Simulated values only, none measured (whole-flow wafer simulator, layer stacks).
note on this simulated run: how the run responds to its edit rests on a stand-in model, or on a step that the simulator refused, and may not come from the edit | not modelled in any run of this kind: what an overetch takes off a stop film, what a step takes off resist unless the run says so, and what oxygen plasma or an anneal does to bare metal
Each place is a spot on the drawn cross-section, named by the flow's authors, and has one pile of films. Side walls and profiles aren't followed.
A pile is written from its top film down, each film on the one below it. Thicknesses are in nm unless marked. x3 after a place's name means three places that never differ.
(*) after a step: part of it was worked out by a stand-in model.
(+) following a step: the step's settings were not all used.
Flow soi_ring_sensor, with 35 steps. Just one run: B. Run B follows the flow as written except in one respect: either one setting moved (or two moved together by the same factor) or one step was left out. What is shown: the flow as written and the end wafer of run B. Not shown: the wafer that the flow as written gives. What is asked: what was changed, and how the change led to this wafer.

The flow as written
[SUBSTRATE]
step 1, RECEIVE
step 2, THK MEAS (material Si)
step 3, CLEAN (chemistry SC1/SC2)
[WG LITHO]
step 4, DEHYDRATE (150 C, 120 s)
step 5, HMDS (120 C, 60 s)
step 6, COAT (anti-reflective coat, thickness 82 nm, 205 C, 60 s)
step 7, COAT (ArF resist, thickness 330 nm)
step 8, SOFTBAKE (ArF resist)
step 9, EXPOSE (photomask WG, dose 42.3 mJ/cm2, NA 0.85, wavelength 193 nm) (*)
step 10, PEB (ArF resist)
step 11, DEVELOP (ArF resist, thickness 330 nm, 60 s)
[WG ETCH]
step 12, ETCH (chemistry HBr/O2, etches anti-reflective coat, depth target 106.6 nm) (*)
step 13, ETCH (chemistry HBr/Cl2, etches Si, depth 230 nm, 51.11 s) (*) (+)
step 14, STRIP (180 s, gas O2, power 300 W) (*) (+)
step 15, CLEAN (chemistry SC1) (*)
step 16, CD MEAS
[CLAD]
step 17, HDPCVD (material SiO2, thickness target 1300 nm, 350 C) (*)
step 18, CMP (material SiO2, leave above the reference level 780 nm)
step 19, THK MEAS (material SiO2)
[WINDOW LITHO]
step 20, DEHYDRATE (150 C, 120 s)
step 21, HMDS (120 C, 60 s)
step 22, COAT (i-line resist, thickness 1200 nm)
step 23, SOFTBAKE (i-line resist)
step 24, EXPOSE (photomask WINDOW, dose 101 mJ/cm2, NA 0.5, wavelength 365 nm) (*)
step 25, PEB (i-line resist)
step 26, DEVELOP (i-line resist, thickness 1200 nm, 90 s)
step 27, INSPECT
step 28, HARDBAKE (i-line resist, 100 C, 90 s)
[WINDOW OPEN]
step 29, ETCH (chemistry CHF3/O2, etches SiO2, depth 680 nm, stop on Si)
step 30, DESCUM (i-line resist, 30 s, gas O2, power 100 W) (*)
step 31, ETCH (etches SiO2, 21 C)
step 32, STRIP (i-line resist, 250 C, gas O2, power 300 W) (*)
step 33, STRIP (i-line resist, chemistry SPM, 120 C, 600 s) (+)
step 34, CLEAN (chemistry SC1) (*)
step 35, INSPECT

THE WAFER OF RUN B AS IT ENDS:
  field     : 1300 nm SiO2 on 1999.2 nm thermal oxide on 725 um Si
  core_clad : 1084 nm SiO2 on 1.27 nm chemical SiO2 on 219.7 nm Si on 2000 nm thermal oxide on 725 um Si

The reason: step 18, CMP: leave above the reference level 1084 nm was run, though the flow has leave above the reference level 780 nm.
The wafer lets one read it off: core_clad has SiO2 1084, and step 18 as written asks for 780 nm.

Step by step, how the change led to this:
  step 18, CMP (material SiO2, leave above the reference level 780 nm)
      gap, window, field, gap_clad: nothing (as written it would have been: SiO2 loses 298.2)
      core, core_clad: SiO2 loses 216 (as written it would have been: SiO2 loses 520)
  step 31, ETCH (etches SiO2, 21 C)
      core: SiO2 loses 404 (all of it), chemical SiO2 loses 1.27 (all of it) (as written it would have been: SiO2 loses 100 (all of it), chemical SiO2 loses 1.27 (all of it))
